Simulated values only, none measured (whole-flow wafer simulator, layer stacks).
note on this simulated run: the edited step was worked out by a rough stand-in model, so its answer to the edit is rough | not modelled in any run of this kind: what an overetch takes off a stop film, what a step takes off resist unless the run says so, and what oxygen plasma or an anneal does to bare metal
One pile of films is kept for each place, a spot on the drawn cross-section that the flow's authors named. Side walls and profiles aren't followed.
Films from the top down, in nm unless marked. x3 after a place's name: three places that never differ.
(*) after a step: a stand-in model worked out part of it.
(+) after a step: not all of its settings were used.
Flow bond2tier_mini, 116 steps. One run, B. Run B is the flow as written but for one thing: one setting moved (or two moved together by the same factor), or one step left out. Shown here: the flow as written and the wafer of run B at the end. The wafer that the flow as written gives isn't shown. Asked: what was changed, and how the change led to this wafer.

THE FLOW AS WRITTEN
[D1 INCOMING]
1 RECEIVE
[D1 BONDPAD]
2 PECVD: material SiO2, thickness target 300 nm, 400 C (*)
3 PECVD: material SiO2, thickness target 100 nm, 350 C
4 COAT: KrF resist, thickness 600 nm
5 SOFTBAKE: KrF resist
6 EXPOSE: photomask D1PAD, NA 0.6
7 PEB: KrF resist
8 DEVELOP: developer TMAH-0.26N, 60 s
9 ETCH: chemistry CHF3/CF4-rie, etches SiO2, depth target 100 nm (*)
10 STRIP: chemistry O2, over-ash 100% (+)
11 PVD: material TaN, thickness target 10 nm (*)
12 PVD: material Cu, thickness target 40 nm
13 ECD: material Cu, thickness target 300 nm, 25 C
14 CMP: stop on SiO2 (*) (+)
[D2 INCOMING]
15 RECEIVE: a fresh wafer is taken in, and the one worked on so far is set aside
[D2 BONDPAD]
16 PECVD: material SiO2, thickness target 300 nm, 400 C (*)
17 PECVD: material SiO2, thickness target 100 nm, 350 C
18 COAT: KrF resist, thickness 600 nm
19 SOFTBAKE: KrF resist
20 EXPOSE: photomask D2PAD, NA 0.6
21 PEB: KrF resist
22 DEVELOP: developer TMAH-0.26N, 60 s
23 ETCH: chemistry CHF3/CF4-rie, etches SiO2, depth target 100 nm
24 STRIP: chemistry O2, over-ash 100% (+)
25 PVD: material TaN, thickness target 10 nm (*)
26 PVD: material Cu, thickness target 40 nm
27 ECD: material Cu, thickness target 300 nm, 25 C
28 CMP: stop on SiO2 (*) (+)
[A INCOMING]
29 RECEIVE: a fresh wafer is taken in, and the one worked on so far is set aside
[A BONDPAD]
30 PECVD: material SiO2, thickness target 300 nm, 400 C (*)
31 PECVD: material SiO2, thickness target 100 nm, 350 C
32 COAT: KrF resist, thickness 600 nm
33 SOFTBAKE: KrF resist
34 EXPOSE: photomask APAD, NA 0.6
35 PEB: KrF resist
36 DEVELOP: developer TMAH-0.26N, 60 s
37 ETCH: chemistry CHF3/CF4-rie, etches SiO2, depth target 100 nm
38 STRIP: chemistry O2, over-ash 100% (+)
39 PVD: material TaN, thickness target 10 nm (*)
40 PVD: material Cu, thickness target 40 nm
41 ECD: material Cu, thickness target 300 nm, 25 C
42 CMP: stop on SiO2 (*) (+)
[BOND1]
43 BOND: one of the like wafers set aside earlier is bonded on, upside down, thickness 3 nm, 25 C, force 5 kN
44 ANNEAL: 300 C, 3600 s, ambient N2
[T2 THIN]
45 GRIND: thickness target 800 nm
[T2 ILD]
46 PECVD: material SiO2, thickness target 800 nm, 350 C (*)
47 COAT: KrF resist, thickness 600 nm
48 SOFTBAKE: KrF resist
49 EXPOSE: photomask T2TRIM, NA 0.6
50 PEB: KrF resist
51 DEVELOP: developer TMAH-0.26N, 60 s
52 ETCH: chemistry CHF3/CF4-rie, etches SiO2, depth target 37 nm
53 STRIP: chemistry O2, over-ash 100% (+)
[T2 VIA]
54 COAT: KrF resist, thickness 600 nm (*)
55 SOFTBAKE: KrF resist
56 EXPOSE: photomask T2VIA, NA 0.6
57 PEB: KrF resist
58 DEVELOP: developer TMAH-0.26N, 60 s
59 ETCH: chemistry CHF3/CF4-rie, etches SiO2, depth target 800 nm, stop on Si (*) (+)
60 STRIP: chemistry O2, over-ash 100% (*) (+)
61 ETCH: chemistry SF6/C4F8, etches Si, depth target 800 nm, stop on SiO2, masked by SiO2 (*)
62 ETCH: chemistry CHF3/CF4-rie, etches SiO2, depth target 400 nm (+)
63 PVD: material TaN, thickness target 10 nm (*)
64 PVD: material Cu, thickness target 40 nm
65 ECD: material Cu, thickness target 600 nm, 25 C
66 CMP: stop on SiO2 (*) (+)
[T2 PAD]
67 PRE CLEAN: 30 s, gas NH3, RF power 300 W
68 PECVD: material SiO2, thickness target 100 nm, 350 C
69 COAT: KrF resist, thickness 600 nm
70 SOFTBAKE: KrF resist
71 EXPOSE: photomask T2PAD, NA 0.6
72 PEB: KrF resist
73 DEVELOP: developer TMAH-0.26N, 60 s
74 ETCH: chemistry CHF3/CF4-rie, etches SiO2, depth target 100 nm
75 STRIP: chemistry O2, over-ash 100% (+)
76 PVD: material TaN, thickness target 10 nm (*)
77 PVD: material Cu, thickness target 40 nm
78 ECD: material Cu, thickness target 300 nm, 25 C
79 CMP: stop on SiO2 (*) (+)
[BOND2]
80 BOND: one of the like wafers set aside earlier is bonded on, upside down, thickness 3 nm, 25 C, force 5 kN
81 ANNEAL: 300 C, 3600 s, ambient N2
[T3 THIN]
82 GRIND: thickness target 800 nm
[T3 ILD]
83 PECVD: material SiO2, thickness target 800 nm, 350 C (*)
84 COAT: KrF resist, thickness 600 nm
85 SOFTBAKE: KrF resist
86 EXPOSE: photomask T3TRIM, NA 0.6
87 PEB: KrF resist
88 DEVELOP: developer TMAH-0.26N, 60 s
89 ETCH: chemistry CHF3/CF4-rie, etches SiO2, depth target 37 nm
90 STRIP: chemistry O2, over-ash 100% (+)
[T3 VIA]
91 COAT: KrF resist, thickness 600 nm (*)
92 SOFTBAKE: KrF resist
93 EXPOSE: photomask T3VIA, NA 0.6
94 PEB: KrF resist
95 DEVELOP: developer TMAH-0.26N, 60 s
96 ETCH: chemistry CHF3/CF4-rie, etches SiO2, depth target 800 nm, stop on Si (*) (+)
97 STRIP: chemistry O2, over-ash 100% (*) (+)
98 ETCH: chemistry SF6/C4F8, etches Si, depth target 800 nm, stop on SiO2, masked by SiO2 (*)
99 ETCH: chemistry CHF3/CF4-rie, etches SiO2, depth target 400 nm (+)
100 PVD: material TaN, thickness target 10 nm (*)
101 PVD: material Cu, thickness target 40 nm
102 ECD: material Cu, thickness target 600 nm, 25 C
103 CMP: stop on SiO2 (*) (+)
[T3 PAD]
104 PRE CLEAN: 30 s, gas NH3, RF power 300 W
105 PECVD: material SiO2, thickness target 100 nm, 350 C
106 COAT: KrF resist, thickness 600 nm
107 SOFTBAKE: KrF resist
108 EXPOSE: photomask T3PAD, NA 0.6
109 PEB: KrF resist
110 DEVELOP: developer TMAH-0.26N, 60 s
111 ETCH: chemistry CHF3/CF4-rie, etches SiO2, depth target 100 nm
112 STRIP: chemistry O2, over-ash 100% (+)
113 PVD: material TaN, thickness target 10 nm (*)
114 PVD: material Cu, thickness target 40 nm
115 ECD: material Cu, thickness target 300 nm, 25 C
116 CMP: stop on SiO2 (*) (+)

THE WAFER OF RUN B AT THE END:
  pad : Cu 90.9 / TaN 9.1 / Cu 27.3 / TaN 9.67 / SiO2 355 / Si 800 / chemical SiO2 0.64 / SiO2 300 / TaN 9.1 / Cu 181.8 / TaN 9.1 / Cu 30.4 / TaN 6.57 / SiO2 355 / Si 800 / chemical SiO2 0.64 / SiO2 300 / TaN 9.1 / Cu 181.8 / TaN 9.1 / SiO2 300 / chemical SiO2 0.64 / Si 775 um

The cause: step 63, PVD: thickness target 6.8 nm was run, where the flow has thickness target 10 nm.

How the change led to this, step by step:
  63 PVD: material TaN, thickness target 10 nm (*)
      field: TaN +6.8 (new film) (as written it would be: TaN +10 (new film))
      pad: TaN +6.57 (new film) (as written it would be: TaN +9.67 (new film))
  66 CMP: stop on SiO2 (*) (+)
      field: Cu -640 (all of it), TaN -6.8 (all of it) (as written it would be: Cu -640 (all of it), TaN -10 (all of it))
